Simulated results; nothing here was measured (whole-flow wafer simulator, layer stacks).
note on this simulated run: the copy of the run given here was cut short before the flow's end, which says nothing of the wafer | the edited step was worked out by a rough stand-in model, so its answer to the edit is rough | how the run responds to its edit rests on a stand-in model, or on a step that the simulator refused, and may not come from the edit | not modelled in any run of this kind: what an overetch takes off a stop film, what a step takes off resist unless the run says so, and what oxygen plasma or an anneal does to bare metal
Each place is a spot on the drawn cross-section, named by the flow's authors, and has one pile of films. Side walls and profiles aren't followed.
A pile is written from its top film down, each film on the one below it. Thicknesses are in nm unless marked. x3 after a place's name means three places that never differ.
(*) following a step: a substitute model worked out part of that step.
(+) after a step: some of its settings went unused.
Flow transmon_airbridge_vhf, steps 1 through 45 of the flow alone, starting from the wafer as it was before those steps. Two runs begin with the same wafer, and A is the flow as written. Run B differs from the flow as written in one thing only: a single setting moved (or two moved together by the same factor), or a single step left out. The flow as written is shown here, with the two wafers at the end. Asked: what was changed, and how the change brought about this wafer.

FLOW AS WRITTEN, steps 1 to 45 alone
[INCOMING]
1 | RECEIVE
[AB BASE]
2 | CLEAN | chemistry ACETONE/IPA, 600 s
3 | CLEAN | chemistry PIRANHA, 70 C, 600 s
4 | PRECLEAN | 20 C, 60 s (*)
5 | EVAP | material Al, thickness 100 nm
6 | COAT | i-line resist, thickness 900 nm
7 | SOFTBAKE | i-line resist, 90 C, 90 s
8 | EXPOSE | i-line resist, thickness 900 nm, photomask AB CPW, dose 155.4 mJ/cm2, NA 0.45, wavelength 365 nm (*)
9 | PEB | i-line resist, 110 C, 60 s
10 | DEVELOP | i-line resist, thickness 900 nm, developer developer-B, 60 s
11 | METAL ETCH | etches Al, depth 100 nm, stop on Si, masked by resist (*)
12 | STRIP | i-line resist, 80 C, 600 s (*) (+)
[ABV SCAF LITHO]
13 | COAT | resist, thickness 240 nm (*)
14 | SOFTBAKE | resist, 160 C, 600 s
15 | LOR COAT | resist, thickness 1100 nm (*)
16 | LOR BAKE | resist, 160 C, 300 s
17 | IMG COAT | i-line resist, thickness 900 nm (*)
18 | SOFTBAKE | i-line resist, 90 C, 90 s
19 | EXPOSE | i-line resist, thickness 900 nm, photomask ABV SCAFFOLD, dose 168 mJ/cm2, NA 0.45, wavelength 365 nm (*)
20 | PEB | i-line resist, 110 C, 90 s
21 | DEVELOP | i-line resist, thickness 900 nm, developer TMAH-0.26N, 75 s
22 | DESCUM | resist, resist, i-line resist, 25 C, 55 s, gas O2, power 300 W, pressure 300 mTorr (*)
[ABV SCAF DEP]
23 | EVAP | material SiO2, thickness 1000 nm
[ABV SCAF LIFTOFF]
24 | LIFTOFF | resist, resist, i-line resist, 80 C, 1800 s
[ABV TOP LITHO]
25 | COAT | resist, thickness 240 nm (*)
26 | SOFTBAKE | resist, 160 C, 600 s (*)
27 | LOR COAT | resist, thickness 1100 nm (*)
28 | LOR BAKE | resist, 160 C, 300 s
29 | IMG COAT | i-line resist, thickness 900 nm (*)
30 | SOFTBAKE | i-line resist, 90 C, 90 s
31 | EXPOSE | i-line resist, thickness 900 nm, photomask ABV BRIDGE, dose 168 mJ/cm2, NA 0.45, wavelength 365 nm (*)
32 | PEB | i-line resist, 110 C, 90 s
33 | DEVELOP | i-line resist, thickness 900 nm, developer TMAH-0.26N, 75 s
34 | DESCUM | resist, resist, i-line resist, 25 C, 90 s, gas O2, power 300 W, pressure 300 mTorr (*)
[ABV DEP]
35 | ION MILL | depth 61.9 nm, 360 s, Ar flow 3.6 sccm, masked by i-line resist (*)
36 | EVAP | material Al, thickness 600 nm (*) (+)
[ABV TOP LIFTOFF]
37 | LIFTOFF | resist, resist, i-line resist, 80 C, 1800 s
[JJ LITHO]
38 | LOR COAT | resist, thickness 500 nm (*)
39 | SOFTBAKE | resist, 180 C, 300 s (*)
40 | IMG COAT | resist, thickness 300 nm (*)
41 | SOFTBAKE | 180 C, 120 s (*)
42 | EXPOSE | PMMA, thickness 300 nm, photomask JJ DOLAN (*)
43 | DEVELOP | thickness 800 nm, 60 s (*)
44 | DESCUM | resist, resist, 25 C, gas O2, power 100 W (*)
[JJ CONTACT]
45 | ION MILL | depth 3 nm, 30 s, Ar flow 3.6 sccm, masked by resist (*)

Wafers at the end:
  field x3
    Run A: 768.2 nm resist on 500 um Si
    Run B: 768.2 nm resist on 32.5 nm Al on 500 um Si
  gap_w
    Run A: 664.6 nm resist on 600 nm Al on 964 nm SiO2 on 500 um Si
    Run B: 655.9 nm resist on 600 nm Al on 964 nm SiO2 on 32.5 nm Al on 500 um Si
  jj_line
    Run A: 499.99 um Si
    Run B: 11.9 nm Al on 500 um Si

What caused this: step 11, METAL ETCH: depth 67.5 nm was run, whereas the flow has depth 100 nm.

The path from the change to this, step by step:
  11 | METAL ETCH | etches Al, depth 100 nm, stop on Si, masked by resist (*)
      field x3, jj_line, gap_w, gap_e: A Al loses 100 (all of it) | B Al loses 67.5
      ground_far, pad_w, flank_w and 8 more: A i-line resist loses 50 | B i-line resist loses 33.8
  13 | COAT | resist, thickness 240 nm (*)
      flank_w, flank_e: A resist gains 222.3 (new film) | B resist gains 227.6 (new film)
  22 | DESCUM | resist, resist, i-line resist, 25 C, 55 s, gas O2, power 300 W, pressure 300 mTorr (*)
      flank_w, flank_e: A resist loses 222.3 (all of it) | B resist loses 227.6 (all of it)
  25 | COAT | resist, thickness 240 nm (*)
      flank_w, flank_e: A resist gains 152.6 (new film) | B resist gains 155.9 (new film)
  34 | DESCUM | resist, resist, i-line resist, 25 C, 90 s, gas O2, power 300 W, pressure 300 mTorr (*)
      flank_w, flank_e: A resist loses 152.6 (all of it) | B resist loses 155.9 (all of it)
  40 | IMG COAT | resist, thickness 300 nm (*)
      flank_w, flank_e: A resist gains 212.1 | B resist gains 216.9
  45 | ION MILL | depth 3 nm, 30 s, Ar flow 3.6 sccm, masked by resist (*)
      jj_line: A Si loses 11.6 | B Al loses 20.6
If metal films that touch count as one body, field x3 has 1 body; the flow as written gives 0 bodies.
If metal films that touch count as one body, gap_w has 2 bodies (between them, from the top down: SiO2 964); the flow as written gives 1 body.
If metal films that touch count as one body, jj_line has 1 body; the flow as written gives 0 bodies.
